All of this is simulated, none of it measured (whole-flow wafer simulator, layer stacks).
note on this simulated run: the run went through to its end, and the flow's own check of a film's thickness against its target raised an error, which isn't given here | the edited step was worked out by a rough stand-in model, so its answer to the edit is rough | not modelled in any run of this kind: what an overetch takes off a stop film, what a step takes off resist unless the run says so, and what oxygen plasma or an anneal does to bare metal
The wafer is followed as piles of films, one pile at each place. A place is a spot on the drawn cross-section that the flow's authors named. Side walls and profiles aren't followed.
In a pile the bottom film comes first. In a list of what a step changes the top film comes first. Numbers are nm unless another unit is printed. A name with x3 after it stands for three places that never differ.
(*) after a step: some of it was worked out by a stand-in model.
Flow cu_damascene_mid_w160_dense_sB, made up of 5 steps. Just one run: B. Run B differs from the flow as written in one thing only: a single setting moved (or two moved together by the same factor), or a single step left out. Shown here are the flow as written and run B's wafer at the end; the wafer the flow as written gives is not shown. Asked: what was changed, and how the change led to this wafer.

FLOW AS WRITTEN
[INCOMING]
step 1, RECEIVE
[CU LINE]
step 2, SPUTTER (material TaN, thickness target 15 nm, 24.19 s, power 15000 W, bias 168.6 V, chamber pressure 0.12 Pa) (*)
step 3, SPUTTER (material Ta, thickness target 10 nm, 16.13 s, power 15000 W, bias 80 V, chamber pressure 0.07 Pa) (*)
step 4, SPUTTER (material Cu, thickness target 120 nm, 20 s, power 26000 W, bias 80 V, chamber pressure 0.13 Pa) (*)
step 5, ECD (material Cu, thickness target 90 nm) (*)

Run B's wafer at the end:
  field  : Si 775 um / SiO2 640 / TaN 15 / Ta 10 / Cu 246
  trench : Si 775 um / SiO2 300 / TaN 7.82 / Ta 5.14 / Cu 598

Cause: step 5, ECD: thickness target 126 nm was run, while the flow as written has thickness target 90 nm.

Step by step, how the change led to this:
  step 5, ECD (material Cu, thickness target 90 nm) (*)
      field: Cu gains 126 (it would be, as written: Cu gains 90)
      trench: Cu gains 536 (it would be, as written: Cu gains 500)
